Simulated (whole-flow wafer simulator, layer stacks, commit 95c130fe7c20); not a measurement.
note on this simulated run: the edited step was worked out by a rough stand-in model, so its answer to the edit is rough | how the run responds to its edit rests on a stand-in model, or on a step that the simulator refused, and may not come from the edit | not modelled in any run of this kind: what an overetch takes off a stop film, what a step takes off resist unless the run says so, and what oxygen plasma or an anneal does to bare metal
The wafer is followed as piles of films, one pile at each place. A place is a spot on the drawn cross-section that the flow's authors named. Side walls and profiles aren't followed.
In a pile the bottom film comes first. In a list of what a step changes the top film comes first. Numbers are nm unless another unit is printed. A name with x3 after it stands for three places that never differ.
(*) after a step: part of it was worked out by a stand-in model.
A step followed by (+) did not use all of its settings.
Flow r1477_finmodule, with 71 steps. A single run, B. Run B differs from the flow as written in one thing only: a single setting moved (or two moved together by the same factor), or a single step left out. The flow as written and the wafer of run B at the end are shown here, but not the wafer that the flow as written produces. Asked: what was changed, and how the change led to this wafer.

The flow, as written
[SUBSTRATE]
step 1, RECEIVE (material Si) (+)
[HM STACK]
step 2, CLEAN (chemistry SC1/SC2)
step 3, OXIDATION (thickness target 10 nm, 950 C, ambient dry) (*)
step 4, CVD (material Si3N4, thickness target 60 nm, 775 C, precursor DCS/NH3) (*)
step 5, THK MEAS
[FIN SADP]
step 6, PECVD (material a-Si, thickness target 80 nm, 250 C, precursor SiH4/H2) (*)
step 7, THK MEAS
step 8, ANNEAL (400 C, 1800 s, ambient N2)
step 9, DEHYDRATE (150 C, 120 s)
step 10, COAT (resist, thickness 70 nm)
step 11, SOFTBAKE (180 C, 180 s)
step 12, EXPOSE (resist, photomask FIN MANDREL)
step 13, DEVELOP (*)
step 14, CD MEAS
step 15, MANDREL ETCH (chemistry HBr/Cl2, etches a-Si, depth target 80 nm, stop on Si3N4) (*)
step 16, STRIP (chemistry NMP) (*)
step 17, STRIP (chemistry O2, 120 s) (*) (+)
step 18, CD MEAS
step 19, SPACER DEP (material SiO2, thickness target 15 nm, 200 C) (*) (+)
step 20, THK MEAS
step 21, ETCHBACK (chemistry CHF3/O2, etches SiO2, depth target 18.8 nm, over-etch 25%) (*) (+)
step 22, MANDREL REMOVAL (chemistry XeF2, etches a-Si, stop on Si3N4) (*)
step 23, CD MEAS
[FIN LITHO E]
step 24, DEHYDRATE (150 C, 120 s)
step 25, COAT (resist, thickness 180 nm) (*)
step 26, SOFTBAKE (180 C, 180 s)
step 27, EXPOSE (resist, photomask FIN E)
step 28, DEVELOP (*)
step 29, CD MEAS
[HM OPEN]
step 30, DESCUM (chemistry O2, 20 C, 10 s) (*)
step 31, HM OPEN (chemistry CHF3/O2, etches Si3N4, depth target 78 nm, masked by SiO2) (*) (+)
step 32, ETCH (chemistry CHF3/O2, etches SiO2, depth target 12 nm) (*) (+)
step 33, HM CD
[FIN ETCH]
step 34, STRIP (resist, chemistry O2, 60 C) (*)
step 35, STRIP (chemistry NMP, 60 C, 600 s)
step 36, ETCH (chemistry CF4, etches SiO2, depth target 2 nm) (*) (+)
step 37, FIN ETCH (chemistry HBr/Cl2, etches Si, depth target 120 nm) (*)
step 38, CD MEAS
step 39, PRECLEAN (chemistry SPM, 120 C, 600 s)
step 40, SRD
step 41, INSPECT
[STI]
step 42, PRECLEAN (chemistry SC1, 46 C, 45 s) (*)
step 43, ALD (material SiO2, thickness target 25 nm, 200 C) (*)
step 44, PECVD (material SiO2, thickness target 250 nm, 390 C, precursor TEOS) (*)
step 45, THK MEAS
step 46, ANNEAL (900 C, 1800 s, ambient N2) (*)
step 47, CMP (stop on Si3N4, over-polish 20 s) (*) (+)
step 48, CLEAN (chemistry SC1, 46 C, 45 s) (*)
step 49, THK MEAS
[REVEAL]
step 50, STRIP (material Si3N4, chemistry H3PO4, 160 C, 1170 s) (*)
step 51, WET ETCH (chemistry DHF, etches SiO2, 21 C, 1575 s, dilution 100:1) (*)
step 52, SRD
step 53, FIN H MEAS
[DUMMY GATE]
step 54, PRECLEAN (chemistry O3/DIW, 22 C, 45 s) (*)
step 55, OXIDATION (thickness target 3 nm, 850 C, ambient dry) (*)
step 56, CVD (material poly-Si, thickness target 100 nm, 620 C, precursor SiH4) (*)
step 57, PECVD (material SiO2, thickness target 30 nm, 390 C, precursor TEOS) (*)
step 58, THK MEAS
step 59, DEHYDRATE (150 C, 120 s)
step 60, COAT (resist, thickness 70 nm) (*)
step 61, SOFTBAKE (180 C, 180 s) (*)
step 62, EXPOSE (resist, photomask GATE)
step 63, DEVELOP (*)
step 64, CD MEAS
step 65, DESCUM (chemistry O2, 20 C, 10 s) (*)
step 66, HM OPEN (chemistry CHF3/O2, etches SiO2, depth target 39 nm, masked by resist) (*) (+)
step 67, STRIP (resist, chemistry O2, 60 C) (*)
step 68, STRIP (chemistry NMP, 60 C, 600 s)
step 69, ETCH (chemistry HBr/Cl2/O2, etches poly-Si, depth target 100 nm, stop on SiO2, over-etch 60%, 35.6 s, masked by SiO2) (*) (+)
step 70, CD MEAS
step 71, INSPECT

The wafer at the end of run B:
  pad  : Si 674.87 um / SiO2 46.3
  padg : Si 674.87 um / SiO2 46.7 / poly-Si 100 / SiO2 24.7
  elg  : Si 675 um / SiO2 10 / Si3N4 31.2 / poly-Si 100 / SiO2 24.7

Cause: step 46, ANNEAL: 765 C was run, though the flow has 900 C.

The path from the change to this, step by step:
  step 46, ANNEAL (900 C, 1800 s, ambient N2) (*)
      pad, padg, elg and 33 more: SiO2 loses 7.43 (as written it would have been: SiO2 loses 11.2)
  step 47, CMP (stop on Si3N4, over-polish 20 s) (*) (+)
      pad, padg, e40sg and 11 more: SiO2 loses 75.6 (as written it would have been: SiO2 loses 71.8)
      eso: SiO2 loses 76.2 (as written it would have been: SiO2 loses 72.4)
  step 50, STRIP (material Si3N4, chemistry H3PO4, 160 C, 1170 s) (*)
      pad, padg, e40sg and 12 more: SiO2 loses 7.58 (as written it would have been: SiO2 loses 4.28)
      elg, esg, e40lg and 12 more: SiO2 loses 6.45 (as written it would have been: SiO2 loses 4.28)
  step 51, WET ETCH (chemistry DHF, etches SiO2, 21 C, 1575 s, dilution 100:1) (*)
      pad, padg, e40sg and 12 more: SiO2 loses 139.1 (as written it would have been: SiO2 loses 85.7)
      elg, e40lg, e100lg, e200lg, elo, e40lo, e100lo, e200lo: SiO2 loses 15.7 (all of it), Si3N4 loses 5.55 (as written it would have been: SiO2 loses 17.8 (all of it), Si3N4 loses 4.97)
      (also at 7 further places)
  step 56, CVD (material poly-Si, thickness target 100 nm, 620 C, precursor SiH4) (*)
      s40cg, s40co: poly-Si gains 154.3 (new film) (as written it would have been: poly-Si gains 113.9 (new film))
      s45cg, s45co: poly-Si gains 154.3 (new film) (as written it would have been: poly-Si gains 113.4 (new film))
      (also at 3 further places)
  step 60, COAT (resist, thickness 70 nm) (*)
      e40lg, e100lg, e200lg, elo, e40lo, e100lo, e200lo: resist gains 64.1 (new film) (as written it would have been: resist gains 66.9 (new film))
      e40sg, eso, e40so: resist gains 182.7 (new film) (as written it would have been: resist gains 129.5 (new film))
      (also at 20 further places)
  step 63, DEVELOP (*)
      elo, e40lo, e100lo, e200lo: resist loses 64.1 (all of it) (as written it would have been: resist loses 66.9 (all of it))
      eso, e40so: resist loses 182.7 (all of it) (as written it would have been: resist loses 129.5 (all of it))
      (also at 10 further places)
  step 67, STRIP (resist, chemistry O2, 60 C) (*)
      e40lg, e100lg: resist loses 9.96 (all of it) (as written it would have been: resist loses 12.8 (all of it))
      e40sg: resist loses 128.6 (all of it) (as written it would have been: resist loses 75.4 (all of it))
      (also at 12 further places)
  step 69, ETCH (chemistry HBr/Cl2/O2, etches poly-Si, depth target 100 nm, stop on SiO2, over-etch 60%, 35.6 s, masked by SiO2) (*) (+)
      s40co: chemical SiO2 loses 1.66 (all of it), poly-Si loses 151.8 (all of it) (as written it would have been: chemical SiO2 loses 1.46 (all of it), poly-Si loses 111.5 (all of it), SiO2 loses 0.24)
      s45co: chemical SiO2 loses 1.66 (all of it), poly-Si loses 151.8 (all of it) (as written it would have been: chemical SiO2 loses 1.46 (all of it), poly-Si loses 110.9 (all of it), SiO2 loses 0.25)
      (also at 1 further place)
